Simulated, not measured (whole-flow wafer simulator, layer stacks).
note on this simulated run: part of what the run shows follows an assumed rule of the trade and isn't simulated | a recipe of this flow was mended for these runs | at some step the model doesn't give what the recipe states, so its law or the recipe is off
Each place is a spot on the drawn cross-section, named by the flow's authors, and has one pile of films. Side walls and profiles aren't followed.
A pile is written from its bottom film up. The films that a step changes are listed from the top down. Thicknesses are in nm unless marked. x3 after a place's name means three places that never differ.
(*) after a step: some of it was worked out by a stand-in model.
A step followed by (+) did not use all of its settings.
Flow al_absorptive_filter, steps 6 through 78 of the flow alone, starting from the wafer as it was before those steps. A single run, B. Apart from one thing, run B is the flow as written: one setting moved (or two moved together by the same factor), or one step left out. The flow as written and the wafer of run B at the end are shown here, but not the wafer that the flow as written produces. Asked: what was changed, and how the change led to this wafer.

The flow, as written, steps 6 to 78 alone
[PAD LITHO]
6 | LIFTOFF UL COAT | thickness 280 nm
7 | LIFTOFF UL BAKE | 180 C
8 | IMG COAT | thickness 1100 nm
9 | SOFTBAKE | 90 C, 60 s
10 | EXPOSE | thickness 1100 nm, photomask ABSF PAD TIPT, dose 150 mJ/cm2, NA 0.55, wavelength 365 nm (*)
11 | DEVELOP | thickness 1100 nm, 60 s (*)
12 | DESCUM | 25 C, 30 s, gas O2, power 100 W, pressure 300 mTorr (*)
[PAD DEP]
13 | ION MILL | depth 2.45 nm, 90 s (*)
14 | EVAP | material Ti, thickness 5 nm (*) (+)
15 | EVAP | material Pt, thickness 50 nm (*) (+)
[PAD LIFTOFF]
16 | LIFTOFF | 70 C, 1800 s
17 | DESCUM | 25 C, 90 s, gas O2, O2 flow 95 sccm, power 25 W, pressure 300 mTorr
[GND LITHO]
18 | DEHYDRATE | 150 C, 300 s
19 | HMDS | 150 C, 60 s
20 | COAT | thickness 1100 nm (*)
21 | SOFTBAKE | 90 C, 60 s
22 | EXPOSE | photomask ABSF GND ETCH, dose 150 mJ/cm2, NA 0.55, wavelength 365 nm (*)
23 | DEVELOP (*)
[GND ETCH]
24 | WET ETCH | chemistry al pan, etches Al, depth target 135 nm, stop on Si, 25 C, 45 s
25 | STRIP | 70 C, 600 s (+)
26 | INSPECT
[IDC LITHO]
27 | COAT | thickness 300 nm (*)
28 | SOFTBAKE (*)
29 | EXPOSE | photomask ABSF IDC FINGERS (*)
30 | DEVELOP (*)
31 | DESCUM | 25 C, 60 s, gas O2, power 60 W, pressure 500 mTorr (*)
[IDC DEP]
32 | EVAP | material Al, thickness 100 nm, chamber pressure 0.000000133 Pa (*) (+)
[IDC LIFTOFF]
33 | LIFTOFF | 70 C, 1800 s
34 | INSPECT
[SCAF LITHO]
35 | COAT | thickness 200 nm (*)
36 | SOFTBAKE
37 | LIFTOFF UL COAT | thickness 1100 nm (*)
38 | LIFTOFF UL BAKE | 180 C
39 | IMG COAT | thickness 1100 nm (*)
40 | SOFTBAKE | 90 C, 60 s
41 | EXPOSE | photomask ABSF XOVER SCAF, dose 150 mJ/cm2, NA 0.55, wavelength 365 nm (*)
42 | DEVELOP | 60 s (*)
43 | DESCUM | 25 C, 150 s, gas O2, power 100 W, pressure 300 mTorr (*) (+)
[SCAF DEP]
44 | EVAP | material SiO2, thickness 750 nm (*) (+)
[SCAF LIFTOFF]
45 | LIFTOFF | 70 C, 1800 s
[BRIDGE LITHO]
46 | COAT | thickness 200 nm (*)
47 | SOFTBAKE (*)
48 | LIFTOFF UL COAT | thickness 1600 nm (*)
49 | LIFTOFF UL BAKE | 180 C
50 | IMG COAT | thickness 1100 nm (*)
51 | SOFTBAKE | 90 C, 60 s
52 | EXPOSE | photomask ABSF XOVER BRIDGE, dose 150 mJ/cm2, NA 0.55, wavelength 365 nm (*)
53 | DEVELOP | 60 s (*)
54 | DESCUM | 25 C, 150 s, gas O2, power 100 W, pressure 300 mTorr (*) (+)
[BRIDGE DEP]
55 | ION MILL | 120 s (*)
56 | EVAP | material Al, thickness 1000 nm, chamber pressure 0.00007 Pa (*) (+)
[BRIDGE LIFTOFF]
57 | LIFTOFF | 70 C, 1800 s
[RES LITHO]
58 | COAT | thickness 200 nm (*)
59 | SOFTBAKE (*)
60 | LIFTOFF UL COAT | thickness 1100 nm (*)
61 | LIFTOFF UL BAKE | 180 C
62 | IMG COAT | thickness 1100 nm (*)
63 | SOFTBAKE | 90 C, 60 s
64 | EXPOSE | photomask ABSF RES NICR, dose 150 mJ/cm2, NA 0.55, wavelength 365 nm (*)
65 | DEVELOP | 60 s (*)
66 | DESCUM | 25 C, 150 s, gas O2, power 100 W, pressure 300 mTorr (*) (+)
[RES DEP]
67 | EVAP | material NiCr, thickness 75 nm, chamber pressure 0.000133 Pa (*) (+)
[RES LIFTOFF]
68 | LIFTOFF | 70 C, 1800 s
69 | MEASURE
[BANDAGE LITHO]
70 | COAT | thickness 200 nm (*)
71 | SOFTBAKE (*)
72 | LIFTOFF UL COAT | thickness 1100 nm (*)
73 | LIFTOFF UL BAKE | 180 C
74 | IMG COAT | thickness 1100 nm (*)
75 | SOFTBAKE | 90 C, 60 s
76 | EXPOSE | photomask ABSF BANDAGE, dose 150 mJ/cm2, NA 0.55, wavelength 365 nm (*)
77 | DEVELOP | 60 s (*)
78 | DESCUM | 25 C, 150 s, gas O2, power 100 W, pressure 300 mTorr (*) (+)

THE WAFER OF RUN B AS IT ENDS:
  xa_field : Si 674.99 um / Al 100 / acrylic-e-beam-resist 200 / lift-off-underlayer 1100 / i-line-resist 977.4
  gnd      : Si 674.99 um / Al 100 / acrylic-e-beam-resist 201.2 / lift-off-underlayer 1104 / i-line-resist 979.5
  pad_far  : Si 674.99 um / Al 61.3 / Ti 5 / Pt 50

Cause: step 11, DEVELOP: 45.6 s was run, whereas the flow has 60 s.

Step by step, how the change led to this:
  11 | DEVELOP | thickness 1100 nm, 60 s (*)
      pad_far, pad_near: -1100 i-line-resist (all of it), -280 lift-off-underlayer (all of it), -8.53 Al (it would be, as written: -1100 i-line-resist (all of it), -280 lift-off-underlayer (all of it), -13.3 Al)
